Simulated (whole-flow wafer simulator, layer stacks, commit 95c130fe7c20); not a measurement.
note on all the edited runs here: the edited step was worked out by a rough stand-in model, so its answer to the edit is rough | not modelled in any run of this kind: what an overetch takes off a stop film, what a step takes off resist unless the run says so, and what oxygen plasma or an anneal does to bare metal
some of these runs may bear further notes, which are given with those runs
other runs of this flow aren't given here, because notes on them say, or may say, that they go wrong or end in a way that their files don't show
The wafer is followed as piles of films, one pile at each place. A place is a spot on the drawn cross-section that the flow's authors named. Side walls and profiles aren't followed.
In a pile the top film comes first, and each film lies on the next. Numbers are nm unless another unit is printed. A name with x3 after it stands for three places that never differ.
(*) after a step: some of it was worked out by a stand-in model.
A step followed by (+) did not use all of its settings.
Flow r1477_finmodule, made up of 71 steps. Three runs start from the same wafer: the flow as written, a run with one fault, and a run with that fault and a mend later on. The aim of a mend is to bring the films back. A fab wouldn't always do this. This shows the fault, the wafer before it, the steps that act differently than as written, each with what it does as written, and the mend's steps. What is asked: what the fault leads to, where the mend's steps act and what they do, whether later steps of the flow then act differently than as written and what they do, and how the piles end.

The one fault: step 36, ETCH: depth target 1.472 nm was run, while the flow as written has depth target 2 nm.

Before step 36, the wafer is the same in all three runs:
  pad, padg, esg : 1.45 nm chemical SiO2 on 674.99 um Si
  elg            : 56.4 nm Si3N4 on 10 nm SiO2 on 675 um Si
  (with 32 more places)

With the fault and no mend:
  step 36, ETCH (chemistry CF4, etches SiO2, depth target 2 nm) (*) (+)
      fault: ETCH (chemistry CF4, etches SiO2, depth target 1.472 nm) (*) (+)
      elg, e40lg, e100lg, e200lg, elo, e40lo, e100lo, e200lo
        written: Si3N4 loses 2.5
        fault: Si3N4 loses 1.84
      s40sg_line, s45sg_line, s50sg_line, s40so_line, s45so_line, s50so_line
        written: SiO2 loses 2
        fault: SiO2 loses 1.47
  Steps later in the flow that act otherwise than as written (not shown: 7 more steps that differ only slightly, by at most 2% or 0.5 nm, whichever is larger):
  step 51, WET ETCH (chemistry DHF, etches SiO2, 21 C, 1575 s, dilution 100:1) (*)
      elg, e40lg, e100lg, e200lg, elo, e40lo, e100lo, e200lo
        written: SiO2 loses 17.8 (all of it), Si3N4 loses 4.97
        fault: SiO2 loses 17.2 (all of it), Si3N4 loses 5.02
  The piles end only slightly different from the flow's at the places that both follow, by no more than 2% or 0.5 nm, whichever is larger.

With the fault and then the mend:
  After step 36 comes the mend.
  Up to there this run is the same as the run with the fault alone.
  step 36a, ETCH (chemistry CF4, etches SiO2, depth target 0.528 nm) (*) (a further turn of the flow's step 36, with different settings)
      pad, padg, e40sg and 11 more
        Si loses 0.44
      elg, e40lg, e100lg, e200lg, elo, e40lo, e100lo, e200lo
        Si3N4 loses 0.66
      esg, s40cg, s45cg, eso, s40co, s45co
        Si loses 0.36
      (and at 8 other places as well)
  Later steps of the flow that are run all act as written at every place that is followed, up to a difference of at most 2% or 0.5 nm, whichever is larger.
  The piles end only slightly different from the flow's at the places that both follow, by no more than 2% or 0.5 nm, whichever is larger.
